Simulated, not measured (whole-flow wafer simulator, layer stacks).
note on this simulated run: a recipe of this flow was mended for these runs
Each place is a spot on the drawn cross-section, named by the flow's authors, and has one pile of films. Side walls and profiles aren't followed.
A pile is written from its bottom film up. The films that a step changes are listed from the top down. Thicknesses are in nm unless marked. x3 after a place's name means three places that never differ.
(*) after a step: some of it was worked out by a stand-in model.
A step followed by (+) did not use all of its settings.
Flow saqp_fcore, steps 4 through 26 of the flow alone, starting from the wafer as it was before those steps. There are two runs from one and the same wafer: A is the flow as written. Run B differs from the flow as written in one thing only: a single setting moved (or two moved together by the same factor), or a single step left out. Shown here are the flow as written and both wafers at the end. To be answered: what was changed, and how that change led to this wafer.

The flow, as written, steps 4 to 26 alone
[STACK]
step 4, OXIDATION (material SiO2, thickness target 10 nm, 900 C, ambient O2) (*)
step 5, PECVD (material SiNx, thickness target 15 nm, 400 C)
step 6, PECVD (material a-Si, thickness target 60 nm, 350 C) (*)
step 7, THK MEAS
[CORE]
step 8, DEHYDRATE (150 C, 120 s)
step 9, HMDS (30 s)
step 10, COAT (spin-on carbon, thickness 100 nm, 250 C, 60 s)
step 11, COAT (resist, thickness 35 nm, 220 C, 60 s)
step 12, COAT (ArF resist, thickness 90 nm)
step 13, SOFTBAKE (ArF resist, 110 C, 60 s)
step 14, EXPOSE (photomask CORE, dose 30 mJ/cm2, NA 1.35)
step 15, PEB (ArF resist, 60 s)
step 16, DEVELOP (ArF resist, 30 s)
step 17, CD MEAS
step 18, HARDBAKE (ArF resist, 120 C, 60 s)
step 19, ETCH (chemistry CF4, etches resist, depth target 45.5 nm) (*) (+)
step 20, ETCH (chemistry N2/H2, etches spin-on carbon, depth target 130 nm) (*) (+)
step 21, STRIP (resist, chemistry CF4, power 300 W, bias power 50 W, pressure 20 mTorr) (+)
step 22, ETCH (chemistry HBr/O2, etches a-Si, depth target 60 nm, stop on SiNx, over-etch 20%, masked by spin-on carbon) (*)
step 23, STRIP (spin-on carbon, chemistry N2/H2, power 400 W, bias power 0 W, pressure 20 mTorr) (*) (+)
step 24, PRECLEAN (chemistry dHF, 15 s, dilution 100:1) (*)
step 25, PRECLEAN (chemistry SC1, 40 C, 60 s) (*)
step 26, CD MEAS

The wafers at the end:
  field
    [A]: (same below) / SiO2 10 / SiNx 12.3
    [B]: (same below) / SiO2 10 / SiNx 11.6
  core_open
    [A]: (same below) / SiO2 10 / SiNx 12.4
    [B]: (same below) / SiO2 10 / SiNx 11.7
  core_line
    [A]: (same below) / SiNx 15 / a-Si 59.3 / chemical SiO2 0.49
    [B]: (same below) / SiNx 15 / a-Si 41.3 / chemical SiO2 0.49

The reason: step 6, PECVD: thickness target 42 nm was run, whereas the flow has thickness target 60 nm.

Step by step, how the change led to this:
  step 6, PECVD (material a-Si, thickness target 60 nm, 350 C) (*)
      field, core_open, core_line: A +60 a-Si (new film) | B +42 a-Si (new film)
  step 22, ETCH (chemistry HBr/O2, etches a-Si, depth target 60 nm, stop on SiNx, over-etch 20%, masked by spin-on carbon) (*)
      field: A -36.8 a-Si (all of it), -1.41 SiNx | B -18.8 a-Si (all of it), -2.13 SiNx
      core_open: A -39.4 a-Si (all of it), -1.3 SiNx | B -21.4 a-Si (all of it), -2.02 SiNx
      (and at 1 other place as well)
  step 23, STRIP (spin-on carbon, chemistry N2/H2, power 400 W, bias power 0 W, pressure 20 mTorr) (*) (+)
      core_line: A -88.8 spin-on carbon (all of it) | B -93.1 spin-on carbon (all of it)
